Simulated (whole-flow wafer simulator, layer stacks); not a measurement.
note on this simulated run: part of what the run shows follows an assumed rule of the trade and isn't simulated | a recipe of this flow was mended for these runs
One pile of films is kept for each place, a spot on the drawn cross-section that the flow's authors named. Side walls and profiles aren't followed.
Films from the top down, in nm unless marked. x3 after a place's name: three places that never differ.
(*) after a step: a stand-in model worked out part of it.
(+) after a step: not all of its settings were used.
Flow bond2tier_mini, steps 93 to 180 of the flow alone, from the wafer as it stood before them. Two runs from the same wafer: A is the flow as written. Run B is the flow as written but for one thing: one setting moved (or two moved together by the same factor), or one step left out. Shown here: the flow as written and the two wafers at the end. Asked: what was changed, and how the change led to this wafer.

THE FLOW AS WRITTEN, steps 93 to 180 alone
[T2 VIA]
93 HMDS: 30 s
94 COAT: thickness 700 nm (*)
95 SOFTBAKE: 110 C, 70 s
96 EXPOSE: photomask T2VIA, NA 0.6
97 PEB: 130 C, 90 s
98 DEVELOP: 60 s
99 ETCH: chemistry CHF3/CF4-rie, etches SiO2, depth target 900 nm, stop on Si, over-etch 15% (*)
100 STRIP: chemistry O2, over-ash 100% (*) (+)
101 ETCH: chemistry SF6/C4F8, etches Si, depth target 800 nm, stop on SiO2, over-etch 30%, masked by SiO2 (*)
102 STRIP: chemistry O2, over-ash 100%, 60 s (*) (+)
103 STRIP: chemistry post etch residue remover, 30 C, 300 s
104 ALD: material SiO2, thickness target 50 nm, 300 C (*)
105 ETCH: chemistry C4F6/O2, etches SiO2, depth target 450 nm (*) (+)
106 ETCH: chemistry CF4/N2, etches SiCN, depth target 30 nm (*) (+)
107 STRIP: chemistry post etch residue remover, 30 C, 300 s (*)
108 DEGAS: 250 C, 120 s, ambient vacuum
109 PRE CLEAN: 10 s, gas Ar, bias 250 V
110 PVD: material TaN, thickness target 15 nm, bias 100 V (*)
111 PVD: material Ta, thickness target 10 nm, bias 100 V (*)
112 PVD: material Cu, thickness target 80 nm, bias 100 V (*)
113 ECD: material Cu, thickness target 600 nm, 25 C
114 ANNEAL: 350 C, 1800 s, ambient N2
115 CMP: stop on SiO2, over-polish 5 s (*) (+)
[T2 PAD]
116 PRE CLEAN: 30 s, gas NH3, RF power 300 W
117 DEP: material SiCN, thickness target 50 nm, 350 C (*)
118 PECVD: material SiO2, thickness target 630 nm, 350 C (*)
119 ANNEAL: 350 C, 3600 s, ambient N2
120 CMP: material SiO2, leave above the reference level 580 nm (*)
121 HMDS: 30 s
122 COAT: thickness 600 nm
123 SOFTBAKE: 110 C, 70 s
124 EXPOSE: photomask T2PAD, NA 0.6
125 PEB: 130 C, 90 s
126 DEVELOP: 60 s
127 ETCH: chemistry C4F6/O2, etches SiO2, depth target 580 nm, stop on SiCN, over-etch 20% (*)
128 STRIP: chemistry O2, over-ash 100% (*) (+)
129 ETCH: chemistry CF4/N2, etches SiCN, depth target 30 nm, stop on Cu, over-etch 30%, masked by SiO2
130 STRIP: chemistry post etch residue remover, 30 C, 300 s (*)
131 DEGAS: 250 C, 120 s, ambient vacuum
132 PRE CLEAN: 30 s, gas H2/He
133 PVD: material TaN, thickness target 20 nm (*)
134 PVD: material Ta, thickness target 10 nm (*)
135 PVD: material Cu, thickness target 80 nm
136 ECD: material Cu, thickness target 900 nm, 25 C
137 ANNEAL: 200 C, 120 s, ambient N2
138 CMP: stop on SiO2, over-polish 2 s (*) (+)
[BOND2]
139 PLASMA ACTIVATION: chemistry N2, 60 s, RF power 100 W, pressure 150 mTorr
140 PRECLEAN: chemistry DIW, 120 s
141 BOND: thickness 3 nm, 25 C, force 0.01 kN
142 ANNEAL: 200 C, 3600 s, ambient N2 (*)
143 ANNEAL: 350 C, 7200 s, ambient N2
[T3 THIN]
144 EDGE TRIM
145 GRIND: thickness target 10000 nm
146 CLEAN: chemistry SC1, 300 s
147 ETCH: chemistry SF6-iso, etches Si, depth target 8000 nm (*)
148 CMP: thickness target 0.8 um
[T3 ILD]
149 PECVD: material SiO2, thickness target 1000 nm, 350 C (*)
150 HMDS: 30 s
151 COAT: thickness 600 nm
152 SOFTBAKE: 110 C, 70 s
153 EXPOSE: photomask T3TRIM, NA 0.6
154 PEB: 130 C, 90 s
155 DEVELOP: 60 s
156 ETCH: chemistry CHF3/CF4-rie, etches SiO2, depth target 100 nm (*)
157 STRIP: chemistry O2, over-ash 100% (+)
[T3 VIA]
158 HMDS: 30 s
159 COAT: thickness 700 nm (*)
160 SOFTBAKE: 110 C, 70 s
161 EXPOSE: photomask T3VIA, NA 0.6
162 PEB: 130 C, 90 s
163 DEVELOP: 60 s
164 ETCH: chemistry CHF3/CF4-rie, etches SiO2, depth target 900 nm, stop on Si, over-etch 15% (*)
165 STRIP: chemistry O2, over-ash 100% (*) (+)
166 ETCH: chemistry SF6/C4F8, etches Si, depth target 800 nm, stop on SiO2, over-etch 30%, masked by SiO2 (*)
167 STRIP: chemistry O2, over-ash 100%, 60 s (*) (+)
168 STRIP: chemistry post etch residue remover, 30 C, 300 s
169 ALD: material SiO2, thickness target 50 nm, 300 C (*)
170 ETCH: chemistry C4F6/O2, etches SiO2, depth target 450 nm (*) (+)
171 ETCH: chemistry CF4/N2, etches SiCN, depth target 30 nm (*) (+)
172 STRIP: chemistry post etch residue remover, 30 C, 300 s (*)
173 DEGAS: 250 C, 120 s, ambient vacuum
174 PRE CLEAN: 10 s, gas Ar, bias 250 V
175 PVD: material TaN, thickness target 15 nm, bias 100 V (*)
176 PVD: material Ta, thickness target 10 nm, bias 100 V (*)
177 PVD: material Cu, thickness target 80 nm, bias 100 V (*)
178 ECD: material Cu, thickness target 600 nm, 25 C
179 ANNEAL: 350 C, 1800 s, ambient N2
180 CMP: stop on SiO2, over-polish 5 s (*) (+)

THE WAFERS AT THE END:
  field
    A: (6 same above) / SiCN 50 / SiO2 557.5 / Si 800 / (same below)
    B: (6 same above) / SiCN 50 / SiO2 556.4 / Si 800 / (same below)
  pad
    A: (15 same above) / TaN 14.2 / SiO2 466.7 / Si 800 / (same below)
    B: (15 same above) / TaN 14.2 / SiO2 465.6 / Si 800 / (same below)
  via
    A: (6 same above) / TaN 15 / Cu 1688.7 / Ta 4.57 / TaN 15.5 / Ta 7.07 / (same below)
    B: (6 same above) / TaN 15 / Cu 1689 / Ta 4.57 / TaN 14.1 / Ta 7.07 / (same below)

The cause: step 109, PRE CLEAN: bias 400 V was run, where the flow has bias 250 V.

How the change led to this, step by step:
  109 PRE CLEAN: 10 s, gas Ar, bias 250 V
      field, pad: A SiO2 -3 | B SiO2 -4.16
      via: A TaN -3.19 | B TaN -4.58
